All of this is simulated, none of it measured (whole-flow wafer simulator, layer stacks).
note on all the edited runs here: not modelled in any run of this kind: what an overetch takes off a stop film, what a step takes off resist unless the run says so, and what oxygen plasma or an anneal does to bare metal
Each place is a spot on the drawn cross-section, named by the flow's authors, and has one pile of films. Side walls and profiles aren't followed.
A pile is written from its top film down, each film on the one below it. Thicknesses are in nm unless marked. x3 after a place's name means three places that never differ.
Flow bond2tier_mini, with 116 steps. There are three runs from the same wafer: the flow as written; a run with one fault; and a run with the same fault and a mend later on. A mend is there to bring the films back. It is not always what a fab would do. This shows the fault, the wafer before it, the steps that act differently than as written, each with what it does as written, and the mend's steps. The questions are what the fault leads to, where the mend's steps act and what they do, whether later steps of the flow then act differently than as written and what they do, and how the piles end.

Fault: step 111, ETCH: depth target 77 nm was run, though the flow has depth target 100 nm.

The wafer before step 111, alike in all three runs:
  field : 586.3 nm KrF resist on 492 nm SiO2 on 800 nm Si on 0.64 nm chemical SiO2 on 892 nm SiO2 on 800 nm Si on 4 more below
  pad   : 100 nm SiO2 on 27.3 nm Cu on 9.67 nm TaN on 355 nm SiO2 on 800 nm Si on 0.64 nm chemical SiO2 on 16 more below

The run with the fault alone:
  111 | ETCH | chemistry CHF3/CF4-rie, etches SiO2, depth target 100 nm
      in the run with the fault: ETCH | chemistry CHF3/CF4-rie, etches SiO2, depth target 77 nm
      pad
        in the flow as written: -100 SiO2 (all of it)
        in the run with the fault: -77 SiO2
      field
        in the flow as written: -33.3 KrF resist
        in the run with the fault: -25.7 KrF resist
  Later steps of the flow acting differently than as written (not shown: 2 more steps that differ only slightly, by at most 2% or 0.5 nm, whichever is larger):
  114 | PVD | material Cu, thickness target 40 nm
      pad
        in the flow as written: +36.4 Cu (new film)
        in the run with the fault: +37.2 Cu (new film)
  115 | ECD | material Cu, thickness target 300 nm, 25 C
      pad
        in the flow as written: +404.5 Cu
        in the run with the fault: +380.5 Cu
  By the end, the piles at pad depart from the flow's by more than 2% or 0.5 nm, whichever is larger.
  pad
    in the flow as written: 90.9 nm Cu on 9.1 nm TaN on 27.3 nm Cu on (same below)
    in the run with the fault: 67.7 nm Cu on 9.31 nm TaN on 23 nm SiO2 on 27.3 nm Cu on (same below)

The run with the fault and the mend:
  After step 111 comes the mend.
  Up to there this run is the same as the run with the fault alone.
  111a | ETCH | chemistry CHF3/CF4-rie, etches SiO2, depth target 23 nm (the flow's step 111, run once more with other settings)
      field
        -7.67 KrF resist
      pad
        -23 SiO2 (all of it)
  None of the later steps of the flow acts differently than as written at any place that is followed.
  By the end, the piles equal the flow's at every place that both follow.
